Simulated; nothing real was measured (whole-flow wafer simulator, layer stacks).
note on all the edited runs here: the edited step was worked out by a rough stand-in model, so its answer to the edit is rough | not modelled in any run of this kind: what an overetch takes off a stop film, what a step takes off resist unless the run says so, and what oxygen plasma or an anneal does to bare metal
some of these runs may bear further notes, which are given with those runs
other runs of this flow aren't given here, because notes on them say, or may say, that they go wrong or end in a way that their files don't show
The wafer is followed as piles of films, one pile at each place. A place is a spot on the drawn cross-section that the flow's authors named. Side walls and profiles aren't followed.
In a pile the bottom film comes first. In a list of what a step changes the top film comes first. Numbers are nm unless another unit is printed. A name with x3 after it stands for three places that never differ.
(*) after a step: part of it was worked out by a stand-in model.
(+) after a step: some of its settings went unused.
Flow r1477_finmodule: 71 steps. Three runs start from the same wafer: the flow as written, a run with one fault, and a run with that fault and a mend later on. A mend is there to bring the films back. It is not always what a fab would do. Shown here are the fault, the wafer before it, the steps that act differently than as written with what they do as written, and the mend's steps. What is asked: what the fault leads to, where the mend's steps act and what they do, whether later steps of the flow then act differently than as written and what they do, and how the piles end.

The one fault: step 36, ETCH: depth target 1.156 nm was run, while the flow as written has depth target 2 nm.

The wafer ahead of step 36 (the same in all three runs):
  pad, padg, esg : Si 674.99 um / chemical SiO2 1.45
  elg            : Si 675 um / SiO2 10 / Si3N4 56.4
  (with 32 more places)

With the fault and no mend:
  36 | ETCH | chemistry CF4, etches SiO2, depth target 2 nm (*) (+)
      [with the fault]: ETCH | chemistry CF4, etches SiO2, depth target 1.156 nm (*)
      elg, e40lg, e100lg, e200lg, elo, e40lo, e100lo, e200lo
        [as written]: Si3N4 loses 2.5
        [with the fault]: Si3N4 loses 1.45
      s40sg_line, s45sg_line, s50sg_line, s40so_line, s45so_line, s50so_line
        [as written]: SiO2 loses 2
        [with the fault]: SiO2 loses 1.16
  Steps further on in the flow that do not act as written (8 other steps are not shown; they differ only slightly, by no more than 2% or 0.5 nm, whichever is larger):
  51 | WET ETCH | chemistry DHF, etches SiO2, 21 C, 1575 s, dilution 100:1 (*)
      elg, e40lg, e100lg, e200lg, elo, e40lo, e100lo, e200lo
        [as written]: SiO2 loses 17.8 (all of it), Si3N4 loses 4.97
        [with the fault]: SiO2 loses 16.8 (all of it), Si3N4 loses 5.06
  At elg, e40lg, e100lg, e200lg, elo, e40lo, e100lo, e200lo, the piles at the end differ from the flow's by more than 2% or 0.5 nm, whichever is larger.
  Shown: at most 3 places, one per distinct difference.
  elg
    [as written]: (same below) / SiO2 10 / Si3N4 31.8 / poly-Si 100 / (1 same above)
    [with the fault]: (same below) / SiO2 10 / Si3N4 32.7 / poly-Si 100 / (1 same above)
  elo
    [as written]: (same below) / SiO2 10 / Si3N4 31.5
    [with the fault]: (same below) / SiO2 10 / Si3N4 32.5

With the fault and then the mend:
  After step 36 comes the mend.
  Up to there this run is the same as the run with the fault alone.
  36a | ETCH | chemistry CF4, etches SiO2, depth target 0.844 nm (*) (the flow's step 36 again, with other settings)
      pad, padg, e40sg and 11 more
        Si loses 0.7
      elg, e40lg, e100lg, e200lg, elo, e40lo, e100lo, e200lo
        Si3N4 loses 1.05
      s40sg_line, s45sg_line, s50sg_line, s40so_line, s45so_line, s50so_line
        SiO2 loses 0.84
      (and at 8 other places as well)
  None of the later steps of the flow differs from how it acts as written, at any place that is followed, by more than 2% or 0.5 nm, whichever is larger.
  At the end the piles are close to the flow's at the places that both follow, differing by at most 2% or 0.5 nm, whichever is larger.
